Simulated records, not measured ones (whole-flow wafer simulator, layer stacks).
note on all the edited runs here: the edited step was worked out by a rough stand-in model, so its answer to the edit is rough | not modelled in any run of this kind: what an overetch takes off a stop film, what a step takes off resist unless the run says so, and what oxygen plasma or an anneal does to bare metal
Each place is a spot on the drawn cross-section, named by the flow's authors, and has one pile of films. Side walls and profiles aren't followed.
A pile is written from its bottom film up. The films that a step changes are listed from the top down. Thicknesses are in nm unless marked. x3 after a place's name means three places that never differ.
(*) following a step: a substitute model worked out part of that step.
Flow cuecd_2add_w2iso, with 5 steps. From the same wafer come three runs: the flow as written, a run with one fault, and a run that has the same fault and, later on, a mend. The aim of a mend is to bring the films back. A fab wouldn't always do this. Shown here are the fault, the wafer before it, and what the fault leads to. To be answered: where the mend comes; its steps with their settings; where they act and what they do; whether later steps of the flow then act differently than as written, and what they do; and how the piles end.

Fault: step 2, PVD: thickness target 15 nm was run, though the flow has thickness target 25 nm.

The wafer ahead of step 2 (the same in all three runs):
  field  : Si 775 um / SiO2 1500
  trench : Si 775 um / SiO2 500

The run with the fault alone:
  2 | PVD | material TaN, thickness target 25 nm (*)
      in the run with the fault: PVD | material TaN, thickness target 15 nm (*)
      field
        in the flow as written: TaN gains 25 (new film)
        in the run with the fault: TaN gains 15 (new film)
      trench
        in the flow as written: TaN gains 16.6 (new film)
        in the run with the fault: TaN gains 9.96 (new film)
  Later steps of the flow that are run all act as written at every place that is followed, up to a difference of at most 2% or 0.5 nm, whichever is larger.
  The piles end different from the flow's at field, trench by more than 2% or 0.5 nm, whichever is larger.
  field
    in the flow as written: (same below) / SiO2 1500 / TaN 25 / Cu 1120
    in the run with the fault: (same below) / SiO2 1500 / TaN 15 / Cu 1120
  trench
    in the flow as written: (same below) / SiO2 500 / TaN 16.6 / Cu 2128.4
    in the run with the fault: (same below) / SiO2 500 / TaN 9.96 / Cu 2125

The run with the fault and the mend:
  The mend follows step 2.
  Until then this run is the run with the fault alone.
  2a | PVD | material TaN, thickness target 10 nm (*) (a further turn of the flow's step 2, with different settings)
      field
        TaN gains 10
      trench
        TaN gains 6.61
  Later steps of the flow that are run all act as written at every place that is followed.
  The piles end the same as the flow's at every place that both follow.
